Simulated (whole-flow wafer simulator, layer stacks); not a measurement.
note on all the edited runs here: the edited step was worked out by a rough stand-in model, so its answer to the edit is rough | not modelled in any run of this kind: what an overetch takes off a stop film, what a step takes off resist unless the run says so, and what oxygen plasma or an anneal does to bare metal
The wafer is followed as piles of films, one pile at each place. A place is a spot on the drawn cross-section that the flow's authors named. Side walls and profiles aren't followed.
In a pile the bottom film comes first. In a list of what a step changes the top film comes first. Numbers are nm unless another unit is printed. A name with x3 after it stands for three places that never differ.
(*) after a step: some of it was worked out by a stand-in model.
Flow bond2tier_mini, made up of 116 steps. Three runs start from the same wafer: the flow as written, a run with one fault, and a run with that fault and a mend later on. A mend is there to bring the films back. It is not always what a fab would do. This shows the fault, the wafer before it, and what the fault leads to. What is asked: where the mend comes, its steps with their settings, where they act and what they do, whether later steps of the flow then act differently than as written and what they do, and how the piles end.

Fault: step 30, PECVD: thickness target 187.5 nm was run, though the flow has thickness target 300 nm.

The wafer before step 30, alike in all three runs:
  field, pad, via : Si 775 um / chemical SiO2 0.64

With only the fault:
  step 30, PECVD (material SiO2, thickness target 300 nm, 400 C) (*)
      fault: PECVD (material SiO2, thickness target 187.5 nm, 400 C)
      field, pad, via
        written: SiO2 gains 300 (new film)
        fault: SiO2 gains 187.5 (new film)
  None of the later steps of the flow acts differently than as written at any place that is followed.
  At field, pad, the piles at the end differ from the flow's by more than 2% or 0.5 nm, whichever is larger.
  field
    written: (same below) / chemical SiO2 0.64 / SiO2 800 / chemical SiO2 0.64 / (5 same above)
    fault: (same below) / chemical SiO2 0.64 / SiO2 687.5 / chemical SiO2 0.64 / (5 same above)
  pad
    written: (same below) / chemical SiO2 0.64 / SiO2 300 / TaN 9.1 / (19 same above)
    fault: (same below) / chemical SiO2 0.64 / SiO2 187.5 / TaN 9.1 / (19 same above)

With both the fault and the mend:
  The mend stands after step 30.
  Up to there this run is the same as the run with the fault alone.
  step 30a, PECVD (material SiO2, thickness target 112.5 nm, 400 C) (the flow's step 30, run once more with other settings)
      field, pad, via
        SiO2 gains 112.5
  None of the later steps of the flow acts differently than as written at any place that is followed.
  At every place that both follow, the piles at the end match the flow's.
